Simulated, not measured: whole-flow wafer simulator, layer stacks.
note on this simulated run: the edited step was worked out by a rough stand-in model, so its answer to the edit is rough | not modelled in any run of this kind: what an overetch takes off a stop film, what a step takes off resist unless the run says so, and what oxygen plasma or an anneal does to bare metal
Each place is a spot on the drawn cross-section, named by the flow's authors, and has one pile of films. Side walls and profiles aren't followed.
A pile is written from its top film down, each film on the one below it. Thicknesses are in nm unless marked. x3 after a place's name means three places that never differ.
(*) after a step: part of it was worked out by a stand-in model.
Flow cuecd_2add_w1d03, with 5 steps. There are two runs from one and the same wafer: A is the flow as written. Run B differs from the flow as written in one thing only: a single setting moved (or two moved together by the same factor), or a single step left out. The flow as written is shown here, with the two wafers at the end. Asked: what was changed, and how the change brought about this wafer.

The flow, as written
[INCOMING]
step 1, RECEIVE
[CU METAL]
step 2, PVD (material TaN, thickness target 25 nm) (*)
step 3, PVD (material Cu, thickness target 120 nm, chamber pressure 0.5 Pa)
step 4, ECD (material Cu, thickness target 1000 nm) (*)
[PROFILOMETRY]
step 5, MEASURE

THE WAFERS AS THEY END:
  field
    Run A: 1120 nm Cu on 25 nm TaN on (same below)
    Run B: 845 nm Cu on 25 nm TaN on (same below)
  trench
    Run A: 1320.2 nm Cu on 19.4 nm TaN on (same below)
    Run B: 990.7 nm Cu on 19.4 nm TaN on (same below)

What caused this: step 4, ECD: thickness target 725 nm was run, though the flow has thickness target 1000 nm.

How this came from the change, step by step:
  step 4, ECD (material Cu, thickness target 1000 nm) (*)
      field: A Cu gains 1000 | B Cu gains 725
      trench: A Cu gains 1226.8 | B Cu gains 897.2
